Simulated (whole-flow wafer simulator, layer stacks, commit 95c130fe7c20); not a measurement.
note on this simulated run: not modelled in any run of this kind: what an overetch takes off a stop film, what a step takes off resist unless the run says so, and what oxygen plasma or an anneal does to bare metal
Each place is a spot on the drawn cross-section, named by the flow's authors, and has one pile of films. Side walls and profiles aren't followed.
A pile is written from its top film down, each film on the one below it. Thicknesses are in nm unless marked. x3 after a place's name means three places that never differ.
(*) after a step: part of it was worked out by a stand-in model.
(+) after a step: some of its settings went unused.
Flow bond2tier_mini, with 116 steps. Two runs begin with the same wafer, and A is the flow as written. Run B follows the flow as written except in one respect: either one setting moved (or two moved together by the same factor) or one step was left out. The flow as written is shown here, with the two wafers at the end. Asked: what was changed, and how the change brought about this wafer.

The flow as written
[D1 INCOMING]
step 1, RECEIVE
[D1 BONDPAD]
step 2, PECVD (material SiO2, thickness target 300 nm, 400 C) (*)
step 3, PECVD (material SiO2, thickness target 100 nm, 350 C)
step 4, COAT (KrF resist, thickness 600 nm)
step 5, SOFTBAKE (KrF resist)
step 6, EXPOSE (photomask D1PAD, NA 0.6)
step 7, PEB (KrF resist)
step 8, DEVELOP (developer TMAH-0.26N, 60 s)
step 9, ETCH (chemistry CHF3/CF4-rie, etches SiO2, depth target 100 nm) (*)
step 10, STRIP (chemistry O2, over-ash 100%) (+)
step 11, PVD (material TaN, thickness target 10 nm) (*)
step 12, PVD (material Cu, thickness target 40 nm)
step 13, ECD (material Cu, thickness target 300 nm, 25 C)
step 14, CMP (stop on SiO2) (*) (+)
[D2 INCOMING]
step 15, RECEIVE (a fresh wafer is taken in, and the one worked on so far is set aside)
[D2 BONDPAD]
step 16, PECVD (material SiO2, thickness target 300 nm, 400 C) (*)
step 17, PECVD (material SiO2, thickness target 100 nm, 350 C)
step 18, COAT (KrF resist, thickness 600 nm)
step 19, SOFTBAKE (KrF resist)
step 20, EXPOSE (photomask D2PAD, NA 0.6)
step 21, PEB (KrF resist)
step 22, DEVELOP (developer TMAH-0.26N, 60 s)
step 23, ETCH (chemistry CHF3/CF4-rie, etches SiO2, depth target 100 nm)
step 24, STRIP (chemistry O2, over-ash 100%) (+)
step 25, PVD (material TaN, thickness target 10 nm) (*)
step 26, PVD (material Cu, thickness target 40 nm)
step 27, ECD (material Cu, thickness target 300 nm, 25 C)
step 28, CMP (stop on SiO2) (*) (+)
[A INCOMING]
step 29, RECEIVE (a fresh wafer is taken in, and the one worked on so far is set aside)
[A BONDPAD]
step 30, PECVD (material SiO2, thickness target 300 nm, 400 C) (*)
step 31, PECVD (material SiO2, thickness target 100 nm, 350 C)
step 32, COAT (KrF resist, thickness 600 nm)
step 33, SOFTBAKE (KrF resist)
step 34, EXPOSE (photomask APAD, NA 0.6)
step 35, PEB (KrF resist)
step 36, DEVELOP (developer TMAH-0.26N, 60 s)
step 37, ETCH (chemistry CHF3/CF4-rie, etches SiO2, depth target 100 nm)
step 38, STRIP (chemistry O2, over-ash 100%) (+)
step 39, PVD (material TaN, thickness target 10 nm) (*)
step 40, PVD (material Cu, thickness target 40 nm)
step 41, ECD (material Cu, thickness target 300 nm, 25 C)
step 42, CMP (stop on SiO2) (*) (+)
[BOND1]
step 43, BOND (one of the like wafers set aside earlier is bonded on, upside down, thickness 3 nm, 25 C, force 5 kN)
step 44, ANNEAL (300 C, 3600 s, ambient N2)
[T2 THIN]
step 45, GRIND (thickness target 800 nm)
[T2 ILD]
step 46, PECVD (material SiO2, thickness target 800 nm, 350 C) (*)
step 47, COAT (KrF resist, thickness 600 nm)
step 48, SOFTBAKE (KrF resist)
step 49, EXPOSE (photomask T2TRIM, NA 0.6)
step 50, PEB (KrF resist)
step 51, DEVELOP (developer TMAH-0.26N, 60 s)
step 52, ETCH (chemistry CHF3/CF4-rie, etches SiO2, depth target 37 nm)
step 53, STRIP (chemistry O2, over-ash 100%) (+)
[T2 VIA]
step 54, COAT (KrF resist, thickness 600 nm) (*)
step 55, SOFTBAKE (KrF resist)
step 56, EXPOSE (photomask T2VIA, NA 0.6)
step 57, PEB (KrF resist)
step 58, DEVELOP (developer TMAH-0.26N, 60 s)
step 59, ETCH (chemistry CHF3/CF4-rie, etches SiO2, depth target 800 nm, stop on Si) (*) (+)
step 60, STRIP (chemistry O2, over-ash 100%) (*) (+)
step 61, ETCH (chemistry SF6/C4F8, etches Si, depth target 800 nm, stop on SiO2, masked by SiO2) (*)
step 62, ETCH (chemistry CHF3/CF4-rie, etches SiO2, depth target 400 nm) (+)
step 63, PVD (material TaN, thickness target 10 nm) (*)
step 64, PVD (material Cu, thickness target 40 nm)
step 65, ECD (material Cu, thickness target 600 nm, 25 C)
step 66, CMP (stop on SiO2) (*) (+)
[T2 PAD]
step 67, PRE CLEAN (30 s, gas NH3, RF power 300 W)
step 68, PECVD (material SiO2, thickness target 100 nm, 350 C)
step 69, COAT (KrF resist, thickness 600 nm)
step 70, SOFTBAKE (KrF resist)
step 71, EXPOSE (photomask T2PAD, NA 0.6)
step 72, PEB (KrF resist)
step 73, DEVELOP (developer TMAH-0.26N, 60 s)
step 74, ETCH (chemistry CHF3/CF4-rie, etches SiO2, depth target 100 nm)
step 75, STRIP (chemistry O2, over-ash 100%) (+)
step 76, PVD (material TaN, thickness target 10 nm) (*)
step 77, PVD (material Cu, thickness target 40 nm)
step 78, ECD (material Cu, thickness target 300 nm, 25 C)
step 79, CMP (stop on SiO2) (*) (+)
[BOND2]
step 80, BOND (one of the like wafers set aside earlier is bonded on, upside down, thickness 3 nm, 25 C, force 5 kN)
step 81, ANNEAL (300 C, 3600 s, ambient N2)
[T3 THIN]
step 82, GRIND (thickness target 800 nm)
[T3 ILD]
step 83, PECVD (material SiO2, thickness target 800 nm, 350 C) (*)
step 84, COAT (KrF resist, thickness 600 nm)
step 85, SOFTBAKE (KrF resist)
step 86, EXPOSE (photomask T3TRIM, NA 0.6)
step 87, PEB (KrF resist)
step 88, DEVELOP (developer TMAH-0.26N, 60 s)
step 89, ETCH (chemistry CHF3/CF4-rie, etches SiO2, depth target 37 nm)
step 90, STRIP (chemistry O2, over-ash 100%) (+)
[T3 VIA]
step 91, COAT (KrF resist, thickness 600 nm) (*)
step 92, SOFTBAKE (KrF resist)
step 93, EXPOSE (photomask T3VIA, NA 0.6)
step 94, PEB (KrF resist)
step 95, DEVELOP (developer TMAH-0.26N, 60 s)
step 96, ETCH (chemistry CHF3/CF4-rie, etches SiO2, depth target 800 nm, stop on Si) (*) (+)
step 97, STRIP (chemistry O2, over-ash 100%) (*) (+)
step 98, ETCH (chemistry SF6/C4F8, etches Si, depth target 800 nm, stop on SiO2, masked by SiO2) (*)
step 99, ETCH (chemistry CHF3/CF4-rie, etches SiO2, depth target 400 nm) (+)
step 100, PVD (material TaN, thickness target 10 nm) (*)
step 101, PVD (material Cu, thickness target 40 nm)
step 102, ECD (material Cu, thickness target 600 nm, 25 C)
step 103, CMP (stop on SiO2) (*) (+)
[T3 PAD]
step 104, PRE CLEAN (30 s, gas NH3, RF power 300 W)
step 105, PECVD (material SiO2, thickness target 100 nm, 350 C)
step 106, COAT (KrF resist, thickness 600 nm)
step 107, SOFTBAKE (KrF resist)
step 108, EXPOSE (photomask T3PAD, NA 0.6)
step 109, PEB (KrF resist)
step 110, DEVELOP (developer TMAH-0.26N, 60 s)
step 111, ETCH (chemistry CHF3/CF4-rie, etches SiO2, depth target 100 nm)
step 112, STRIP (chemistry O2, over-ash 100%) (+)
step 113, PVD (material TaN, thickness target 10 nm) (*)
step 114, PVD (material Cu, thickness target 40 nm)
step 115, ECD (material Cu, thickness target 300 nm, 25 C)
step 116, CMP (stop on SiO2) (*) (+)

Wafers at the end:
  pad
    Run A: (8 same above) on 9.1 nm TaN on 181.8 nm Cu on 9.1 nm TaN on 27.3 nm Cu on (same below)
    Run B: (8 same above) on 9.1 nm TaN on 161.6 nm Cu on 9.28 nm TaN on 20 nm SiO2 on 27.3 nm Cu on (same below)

What caused this: step 74, ETCH: depth target 80 nm was run, though the flow has depth target 100 nm.

How this came from the change, step by step:
  step 74, ETCH (chemistry CHF3/CF4-rie, etches SiO2, depth target 100 nm)
      pad: A -100 SiO2 (all of it) | B -80 SiO2
      field: A -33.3 KrF resist | B -26.7 KrF resist
  step 78, ECD (material Cu, thickness target 300 nm, 25 C)
      pad: A +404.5 Cu | B +383.6 Cu
If metal films that touch count as one body, pad has 4 bodies (between them, from the top down: SiO2 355 / Si 800 / chemical SiO2 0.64 / SiO2 300; SiO2 20; SiO2 355 / Si 800 / chemical SiO2 0.64 / SiO2 300); the flow as written gives 3 bodies (between them, from the top down: SiO2 355 / Si 800 / chemical SiO2 0.64 / SiO2 300; SiO2 355 / Si 800 / chemical SiO2 0.64 / SiO2 300).
